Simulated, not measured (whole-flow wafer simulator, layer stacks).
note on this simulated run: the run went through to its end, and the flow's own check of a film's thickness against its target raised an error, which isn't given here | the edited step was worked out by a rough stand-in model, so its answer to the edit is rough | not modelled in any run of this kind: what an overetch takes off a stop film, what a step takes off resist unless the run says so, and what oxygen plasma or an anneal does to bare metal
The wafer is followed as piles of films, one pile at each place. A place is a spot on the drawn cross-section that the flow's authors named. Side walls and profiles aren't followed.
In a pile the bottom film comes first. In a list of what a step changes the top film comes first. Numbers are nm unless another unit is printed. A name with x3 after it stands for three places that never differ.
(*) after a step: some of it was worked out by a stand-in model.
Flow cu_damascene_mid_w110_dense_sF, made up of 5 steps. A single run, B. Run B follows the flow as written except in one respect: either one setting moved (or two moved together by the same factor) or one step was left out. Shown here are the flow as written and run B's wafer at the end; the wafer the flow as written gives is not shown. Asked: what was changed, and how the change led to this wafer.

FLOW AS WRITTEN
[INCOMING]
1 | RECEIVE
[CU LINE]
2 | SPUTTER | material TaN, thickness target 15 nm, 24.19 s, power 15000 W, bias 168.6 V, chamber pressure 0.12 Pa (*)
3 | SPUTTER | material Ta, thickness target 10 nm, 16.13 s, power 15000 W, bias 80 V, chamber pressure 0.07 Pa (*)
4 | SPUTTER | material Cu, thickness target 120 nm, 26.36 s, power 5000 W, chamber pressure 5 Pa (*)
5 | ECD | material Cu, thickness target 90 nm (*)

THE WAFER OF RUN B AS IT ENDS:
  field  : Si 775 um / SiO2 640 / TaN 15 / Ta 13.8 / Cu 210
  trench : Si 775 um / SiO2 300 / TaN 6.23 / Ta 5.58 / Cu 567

The reason: step 3, SPUTTER: thickness target 13.8 nm was run, though the flow has thickness target 10 nm; step 3, SPUTTER: 22.18 s was run, where the flow has 16.13 s.
The wafer lets one read it off: field has Ta 13.8, and step 3 as written asks for 10 nm.

Step by step, how the change led to this:
  3 | SPUTTER | material Ta, thickness target 10 nm, 16.13 s, power 15000 W, bias 80 V, chamber pressure 0.07 Pa (*)
      field: Ta gains 13.8 (new film) (it would be, as written: Ta gains 10 (new film))
      trench: Ta gains 5.58 (new film) (it would be, as written: Ta gains 4.05 (new film))
